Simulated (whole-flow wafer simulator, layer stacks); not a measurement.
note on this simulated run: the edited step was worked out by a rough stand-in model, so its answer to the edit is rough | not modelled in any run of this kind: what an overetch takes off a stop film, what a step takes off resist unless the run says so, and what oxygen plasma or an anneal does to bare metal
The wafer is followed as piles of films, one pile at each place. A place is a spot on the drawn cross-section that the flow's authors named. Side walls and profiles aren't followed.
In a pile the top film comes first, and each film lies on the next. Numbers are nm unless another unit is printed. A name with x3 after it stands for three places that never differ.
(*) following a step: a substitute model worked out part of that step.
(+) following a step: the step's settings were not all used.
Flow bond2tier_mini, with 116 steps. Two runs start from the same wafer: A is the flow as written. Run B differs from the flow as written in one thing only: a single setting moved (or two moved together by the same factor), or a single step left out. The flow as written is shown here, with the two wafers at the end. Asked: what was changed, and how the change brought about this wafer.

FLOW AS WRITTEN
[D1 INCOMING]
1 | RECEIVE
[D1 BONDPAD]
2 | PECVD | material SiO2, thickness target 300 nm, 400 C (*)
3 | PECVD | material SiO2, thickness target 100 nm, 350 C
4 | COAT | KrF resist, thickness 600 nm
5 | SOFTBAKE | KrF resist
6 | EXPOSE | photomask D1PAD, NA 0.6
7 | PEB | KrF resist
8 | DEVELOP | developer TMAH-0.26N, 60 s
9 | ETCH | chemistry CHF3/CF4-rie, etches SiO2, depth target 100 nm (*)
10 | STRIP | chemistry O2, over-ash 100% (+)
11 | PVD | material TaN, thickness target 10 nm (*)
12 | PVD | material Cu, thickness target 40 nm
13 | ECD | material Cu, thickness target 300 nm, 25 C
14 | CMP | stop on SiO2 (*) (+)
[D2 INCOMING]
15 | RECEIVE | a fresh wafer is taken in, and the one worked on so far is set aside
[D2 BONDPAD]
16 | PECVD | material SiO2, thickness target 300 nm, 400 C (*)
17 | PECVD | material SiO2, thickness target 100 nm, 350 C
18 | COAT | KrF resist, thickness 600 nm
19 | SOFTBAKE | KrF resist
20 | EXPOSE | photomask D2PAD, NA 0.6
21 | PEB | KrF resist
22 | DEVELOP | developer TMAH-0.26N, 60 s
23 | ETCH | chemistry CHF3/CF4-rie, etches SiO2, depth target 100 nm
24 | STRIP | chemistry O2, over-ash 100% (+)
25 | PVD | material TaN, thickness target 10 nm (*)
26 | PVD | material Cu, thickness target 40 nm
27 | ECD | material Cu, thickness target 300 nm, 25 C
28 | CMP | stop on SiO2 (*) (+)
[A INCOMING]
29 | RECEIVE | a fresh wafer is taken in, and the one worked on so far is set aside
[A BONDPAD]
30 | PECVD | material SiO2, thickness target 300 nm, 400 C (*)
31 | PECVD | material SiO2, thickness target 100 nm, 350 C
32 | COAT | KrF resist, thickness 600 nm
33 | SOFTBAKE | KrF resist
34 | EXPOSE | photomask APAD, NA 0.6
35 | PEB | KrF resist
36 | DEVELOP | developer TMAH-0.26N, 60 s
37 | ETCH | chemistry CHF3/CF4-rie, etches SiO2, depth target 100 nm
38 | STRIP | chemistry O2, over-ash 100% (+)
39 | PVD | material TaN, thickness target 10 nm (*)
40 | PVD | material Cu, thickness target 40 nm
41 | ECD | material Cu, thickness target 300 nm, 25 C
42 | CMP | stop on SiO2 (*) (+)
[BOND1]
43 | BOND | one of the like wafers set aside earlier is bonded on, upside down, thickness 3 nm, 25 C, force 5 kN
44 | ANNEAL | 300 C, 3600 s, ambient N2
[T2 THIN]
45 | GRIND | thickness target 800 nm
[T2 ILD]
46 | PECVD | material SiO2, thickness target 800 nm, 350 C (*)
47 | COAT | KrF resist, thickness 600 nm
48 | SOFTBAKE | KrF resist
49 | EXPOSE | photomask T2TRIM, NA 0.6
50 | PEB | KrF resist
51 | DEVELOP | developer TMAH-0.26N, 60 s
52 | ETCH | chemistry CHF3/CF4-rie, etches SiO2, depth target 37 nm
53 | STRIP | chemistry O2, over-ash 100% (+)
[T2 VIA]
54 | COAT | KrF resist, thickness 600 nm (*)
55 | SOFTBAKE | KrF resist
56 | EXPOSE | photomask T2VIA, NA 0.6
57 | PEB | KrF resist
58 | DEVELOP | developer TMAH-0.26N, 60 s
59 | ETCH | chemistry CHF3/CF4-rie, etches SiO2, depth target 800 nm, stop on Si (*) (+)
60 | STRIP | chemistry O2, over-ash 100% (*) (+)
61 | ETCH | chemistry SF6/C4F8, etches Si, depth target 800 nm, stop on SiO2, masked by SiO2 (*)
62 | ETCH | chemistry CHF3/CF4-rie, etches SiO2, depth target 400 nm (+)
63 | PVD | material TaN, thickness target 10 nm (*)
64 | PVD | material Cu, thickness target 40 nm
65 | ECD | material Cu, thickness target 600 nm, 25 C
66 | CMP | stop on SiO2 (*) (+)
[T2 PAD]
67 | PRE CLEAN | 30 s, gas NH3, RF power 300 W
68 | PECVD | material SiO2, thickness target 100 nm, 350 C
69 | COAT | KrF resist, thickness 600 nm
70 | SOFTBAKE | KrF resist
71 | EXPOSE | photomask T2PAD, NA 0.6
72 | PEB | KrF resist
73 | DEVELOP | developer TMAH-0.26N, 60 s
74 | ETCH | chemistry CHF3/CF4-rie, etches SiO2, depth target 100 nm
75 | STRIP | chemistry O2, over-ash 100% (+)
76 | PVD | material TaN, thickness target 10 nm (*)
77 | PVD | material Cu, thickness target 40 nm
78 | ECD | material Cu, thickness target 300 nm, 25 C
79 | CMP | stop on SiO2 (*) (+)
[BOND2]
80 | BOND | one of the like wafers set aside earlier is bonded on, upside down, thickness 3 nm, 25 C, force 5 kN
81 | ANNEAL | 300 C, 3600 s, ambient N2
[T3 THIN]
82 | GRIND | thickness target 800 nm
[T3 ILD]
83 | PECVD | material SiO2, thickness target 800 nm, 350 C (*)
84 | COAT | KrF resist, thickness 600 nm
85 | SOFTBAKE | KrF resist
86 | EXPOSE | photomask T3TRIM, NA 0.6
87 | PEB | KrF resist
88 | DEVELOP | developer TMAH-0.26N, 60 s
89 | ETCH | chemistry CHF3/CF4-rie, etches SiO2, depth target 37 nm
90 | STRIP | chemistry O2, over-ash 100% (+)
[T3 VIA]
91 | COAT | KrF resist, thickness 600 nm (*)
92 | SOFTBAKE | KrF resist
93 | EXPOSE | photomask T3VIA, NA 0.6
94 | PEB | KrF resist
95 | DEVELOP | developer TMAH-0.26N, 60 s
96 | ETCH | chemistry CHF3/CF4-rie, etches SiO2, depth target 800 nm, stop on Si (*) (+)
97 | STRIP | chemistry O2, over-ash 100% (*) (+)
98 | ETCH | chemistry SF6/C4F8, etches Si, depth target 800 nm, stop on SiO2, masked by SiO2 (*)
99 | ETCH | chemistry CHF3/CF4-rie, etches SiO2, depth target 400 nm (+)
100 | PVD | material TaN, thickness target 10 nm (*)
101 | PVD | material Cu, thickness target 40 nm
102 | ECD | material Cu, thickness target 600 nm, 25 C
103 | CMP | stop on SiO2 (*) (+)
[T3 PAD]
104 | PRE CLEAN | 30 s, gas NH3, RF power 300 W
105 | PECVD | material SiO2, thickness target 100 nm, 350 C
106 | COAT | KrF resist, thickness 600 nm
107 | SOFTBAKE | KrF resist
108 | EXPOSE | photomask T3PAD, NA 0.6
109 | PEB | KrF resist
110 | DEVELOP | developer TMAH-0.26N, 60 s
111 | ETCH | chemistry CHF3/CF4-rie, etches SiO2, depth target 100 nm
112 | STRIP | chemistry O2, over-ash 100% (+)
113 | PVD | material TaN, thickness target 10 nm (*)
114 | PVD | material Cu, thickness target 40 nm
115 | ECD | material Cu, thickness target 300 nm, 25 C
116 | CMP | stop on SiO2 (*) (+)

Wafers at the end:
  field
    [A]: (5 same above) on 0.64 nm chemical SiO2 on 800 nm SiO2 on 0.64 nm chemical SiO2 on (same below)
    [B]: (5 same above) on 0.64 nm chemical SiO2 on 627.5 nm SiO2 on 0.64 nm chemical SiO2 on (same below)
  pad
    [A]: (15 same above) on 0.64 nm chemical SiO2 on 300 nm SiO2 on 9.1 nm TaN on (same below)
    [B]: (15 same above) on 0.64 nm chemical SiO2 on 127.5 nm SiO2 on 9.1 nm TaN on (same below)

The reason: step 2, PECVD: thickness target 127.5 nm was run, whereas the flow has thickness target 300 nm.
The wafer lets one read it off: pad has SiO2 127.5, and step 2 as written asks for 300 nm.

The path from the change to this, step by step:
  2 | PECVD | material SiO2, thickness target 300 nm, 400 C (*)
      field, pad, via: A SiO2 gains 300 (new film) | B SiO2 gains 127.5 (new film)
  43 | BOND | one of the like wafers set aside earlier is bonded on, upside down, thickness 3 nm, 25 C, force 5 kN
      field: A Si gains 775 um (new film), chemical SiO2 gains 0.64 (new film), SiO2 gains 400 | B Si gains 775 um (new film), chemical SiO2 gains 0.64 (new film), SiO2 gains 227.5
      pad: A Si gains 775 um (new film), chemical SiO2 gains 0.64 (new film), SiO2 gains 300 (new film), TaN gains 9.1 (new film), Cu gains 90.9 | B Si gains 775 um (new film), chemical SiO2 gains 0.64 (new film), SiO2 gains 127.5 (new film), TaN gains 9.1 (new film), Cu gains 90.9
      (and at 1 other place as well)
